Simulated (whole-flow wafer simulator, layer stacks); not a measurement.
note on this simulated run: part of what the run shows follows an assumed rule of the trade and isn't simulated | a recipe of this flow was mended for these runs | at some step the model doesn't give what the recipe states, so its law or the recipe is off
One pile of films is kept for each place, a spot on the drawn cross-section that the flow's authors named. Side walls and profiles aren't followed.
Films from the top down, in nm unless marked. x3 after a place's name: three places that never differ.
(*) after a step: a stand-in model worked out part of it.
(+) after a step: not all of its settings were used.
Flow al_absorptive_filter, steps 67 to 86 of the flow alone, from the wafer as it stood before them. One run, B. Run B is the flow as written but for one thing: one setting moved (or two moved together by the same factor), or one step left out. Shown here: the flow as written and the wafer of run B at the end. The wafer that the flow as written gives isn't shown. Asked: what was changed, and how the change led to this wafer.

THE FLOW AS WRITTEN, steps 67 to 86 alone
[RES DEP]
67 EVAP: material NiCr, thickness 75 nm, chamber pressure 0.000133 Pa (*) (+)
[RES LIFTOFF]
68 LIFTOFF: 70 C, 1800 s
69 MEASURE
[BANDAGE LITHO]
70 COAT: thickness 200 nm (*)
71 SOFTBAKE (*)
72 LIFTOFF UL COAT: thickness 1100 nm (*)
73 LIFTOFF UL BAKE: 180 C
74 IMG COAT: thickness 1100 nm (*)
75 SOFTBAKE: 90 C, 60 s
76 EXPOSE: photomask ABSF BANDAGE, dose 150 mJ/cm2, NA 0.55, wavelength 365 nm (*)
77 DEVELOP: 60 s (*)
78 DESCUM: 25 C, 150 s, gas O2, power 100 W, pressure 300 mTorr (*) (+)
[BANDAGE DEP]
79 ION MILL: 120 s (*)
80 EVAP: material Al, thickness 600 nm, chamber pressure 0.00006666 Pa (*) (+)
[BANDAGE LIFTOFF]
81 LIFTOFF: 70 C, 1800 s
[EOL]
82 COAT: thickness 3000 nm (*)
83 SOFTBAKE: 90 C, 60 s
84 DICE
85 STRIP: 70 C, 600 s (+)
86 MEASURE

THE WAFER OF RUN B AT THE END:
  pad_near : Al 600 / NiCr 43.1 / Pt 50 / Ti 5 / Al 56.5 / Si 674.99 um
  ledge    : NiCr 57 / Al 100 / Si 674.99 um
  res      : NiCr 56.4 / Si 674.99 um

The cause: step 67, EVAP: thickness 57 nm was run, where the flow has thickness 75 nm.
It can be read off the wafer: ledge has NiCr 57, and step 67 as written asks for 75 nm.

How the change led to this, step by step:
  67 EVAP: material NiCr, thickness 75 nm, chamber pressure 0.000133 Pa (*) (+)
      gnd, pad_far, ledge and 9 more: NiCr +57 (new film) (as written it would be: NiCr +75 (new film))
      pad_near, res: NiCr +56.4 (new film) (as written it would be: NiCr +74.2 (new film))
  68 LIFTOFF: 70 C, 1800 s
      xa_field, xl_land, idc_field: NiCr -57 (all of it), i-line-resist -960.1 (all of it), lift-off-underlayer -1100 (all of it), acrylic-e-beam-resist -200 (all of it) (as written it would be: NiCr -75 (all of it), i-line-resist -960.1 (all of it), lift-off-underlayer -1100 (all of it), acrylic-e-beam-resist -200 (all of it))
      gnd: NiCr -57 (all of it), i-line-resist -959.5 (all of it), lift-off-underlayer -1100.9 (all of it), acrylic-e-beam-resist -200.6 (all of it) (as written it would be: NiCr -75 (all of it), i-line-resist -959.5 (all of it), lift-off-underlayer -1100.9 (all of it), acrylic-e-beam-resist -200.6 (all of it))
      (and at 7 more places)
  83 SOFTBAKE: 90 C, 60 s
      gnd: i-line-resist +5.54 (as written it would be: i-line-resist +6.13)
      pad_near: i-line-resist -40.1 (as written it would be: i-line-resist -41.1)
      (and at 2 more places)
